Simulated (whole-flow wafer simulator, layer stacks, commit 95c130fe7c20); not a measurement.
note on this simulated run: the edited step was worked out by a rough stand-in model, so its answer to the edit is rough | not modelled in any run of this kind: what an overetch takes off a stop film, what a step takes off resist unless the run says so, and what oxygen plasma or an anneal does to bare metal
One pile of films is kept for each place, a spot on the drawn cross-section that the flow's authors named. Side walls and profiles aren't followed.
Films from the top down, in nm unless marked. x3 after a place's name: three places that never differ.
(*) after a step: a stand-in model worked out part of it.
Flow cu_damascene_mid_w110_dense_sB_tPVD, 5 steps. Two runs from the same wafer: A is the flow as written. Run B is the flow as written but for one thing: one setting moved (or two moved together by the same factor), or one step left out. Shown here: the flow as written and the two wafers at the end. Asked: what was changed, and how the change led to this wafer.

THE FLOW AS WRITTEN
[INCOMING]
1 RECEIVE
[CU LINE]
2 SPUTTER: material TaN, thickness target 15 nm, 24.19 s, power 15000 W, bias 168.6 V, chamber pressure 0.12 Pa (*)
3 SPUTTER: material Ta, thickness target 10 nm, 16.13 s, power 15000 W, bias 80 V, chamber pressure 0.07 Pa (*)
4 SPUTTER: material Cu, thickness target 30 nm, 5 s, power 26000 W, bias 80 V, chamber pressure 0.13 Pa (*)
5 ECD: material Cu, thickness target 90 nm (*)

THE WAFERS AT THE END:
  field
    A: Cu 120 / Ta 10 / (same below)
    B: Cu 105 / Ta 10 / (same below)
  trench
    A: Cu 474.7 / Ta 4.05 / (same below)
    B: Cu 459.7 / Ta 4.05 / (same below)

The cause: step 4, SPUTTER: 2.5 s was run, where the flow has 5 s.

How the change led to this, step by step:
  4 SPUTTER: material Cu, thickness target 30 nm, 5 s, power 26000 W, bias 80 V, chamber pressure 0.13 Pa (*)
      field: A Cu +30 (new film) | B Cu +15 (new film)
      trench: A Cu +12.5 (new film) | B Cu +6.24 (new film)
